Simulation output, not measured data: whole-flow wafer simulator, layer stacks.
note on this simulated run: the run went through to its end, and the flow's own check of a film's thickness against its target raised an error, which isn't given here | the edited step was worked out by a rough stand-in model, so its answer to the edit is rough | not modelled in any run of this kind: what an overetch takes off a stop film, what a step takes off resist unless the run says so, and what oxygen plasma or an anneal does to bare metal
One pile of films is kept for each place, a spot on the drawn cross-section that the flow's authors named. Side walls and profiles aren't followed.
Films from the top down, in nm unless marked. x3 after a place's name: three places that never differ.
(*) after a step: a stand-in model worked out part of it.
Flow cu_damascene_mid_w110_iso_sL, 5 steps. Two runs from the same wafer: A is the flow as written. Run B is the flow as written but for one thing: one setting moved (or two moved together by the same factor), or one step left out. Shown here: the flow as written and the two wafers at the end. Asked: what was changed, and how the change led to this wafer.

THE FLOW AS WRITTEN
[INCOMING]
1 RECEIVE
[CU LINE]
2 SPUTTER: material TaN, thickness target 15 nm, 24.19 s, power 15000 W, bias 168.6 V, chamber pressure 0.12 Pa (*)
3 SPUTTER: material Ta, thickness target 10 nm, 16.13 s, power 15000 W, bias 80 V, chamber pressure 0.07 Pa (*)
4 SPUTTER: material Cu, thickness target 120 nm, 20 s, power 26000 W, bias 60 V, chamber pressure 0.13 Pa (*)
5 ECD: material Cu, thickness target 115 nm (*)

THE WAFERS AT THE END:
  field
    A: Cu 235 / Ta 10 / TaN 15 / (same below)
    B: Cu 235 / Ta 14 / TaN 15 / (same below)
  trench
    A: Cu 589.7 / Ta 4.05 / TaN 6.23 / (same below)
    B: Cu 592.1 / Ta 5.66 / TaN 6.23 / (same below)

The cause: step 3, SPUTTER: 22.58 s was run, where the flow has 16.13 s.

How the change led to this, step by step:
  3 SPUTTER: material Ta, thickness target 10 nm, 16.13 s, power 15000 W, bias 80 V, chamber pressure 0.07 Pa (*)
      field: A Ta +10 (new film) | B Ta +14 (new film)
      trench: A Ta +4.05 (new film) | B Ta +5.66 (new film)
